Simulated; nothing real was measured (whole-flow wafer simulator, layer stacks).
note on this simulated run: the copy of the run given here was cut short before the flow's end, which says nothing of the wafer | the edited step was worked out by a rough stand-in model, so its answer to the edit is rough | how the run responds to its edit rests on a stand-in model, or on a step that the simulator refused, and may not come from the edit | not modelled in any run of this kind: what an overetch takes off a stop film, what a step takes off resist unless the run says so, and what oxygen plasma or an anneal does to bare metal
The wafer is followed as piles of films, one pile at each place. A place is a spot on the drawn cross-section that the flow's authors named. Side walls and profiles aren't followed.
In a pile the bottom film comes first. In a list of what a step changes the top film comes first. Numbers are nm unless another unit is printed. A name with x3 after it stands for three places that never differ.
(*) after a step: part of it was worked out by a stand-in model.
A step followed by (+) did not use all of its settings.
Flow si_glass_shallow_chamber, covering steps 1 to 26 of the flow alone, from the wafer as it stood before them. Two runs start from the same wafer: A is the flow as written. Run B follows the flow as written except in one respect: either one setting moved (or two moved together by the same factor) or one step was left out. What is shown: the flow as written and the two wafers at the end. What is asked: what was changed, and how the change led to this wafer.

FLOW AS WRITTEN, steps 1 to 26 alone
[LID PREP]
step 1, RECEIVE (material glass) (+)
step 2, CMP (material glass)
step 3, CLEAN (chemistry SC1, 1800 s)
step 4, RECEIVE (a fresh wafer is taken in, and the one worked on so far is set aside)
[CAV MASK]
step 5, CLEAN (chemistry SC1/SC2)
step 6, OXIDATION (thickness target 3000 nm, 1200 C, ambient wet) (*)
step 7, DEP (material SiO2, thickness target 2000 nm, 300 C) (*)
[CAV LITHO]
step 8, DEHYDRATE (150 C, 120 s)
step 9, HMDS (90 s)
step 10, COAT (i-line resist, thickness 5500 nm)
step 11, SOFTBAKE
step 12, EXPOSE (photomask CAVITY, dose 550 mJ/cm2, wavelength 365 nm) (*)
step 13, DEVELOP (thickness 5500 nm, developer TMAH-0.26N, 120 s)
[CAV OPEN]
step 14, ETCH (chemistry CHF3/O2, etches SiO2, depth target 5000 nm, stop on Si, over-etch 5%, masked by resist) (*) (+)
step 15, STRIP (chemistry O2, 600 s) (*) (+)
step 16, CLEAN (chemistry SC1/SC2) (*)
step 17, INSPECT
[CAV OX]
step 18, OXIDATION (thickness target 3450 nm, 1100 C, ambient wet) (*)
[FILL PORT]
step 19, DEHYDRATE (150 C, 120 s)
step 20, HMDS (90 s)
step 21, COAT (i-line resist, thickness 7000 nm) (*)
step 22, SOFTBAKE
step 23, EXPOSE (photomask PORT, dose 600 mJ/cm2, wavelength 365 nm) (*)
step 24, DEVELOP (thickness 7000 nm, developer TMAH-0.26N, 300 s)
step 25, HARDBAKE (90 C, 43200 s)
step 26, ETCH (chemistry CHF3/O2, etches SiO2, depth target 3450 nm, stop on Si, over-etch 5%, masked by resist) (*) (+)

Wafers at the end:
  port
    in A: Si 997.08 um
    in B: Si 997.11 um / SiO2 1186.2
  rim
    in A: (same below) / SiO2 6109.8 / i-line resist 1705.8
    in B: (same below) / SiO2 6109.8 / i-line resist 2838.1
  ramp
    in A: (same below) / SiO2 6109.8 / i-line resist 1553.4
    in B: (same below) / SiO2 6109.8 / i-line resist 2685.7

Cause: step 26, ETCH: depth target 2156 nm was run, while the flow as written has depth target 3450 nm.

How this came from the change, step by step:
  step 26, ETCH (chemistry CHF3/O2, etches SiO2, depth target 3450 nm, stop on Si, over-etch 5%, masked by resist) (*) (+)
      port: A -3450 SiO2 (all of it), -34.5 Si | B -2263.8 SiO2
      rim, ramp, cav, ring: A -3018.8 i-line resist | B -1886.5 i-line resist
      (also at 1 further place)
